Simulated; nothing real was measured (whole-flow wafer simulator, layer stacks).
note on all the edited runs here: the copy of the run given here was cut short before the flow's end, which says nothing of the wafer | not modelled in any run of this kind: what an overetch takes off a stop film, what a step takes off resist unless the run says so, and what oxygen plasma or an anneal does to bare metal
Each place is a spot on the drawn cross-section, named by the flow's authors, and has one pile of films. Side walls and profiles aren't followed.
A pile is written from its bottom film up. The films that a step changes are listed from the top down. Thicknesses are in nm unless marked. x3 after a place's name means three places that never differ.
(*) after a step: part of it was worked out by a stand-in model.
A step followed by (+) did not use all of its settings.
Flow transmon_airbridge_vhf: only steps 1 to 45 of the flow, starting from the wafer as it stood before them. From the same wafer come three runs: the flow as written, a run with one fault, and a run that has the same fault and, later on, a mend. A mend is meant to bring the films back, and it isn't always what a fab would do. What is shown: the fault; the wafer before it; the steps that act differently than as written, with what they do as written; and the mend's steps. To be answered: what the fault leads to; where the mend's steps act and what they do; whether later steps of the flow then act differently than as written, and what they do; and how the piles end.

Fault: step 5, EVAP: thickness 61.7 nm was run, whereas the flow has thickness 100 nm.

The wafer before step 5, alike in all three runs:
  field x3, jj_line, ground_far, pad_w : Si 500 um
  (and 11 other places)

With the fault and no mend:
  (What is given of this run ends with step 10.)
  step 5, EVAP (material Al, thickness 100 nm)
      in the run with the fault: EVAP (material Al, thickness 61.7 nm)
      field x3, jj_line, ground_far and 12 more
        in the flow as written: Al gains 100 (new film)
        in the run with the fault: Al gains 61.7 (new film)
  Every later step of the flow up to step 10 that is run acts as written at every place that is followed.
  Once step 10 is done, the piles at field x3, jj_line, ground_far and 12 more depart from the flow's by more than 2% or 0.5 nm, whichever is larger.
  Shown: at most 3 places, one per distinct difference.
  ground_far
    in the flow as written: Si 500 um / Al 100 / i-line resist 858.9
    in the run with the fault: Si 500 um / Al 61.7 / i-line resist 858.9
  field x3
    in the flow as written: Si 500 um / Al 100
    in the run with the fault: Si 500 um / Al 61.7

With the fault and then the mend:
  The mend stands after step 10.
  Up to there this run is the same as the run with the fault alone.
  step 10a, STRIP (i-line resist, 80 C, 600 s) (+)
      ground_far, pad_w, flank_w and 8 more
        i-line resist loses 858.9 (all of it)
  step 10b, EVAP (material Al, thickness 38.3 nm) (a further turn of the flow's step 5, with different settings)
      field x3, jj_line, ground_far and 12 more
        Al gains 38.3
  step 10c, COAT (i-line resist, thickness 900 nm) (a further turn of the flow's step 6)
      field x3, jj_line, ground_far and 12 more
        i-line resist gains 900 (new film)
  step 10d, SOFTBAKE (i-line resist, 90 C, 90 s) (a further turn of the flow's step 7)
      does not change any film at any place that is followed
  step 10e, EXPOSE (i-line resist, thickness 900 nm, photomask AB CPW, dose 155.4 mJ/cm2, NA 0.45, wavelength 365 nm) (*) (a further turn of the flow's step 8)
      does not change any film at any place that is followed
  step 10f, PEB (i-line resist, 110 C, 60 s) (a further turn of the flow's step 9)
      field x3, jj_line, ground_far and 12 more
        i-line resist loses 41
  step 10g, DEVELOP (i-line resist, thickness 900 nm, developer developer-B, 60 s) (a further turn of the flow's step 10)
      ground_far, pad_w, flank_w and 8 more
        i-line resist loses 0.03
      field x3, jj_line, gap_w, gap_e
        i-line resist loses 859 (all of it)
  Every later step of the flow that is run acts as written at every place that is followed.
  At every place that both follow, the piles at the end match the flow's.
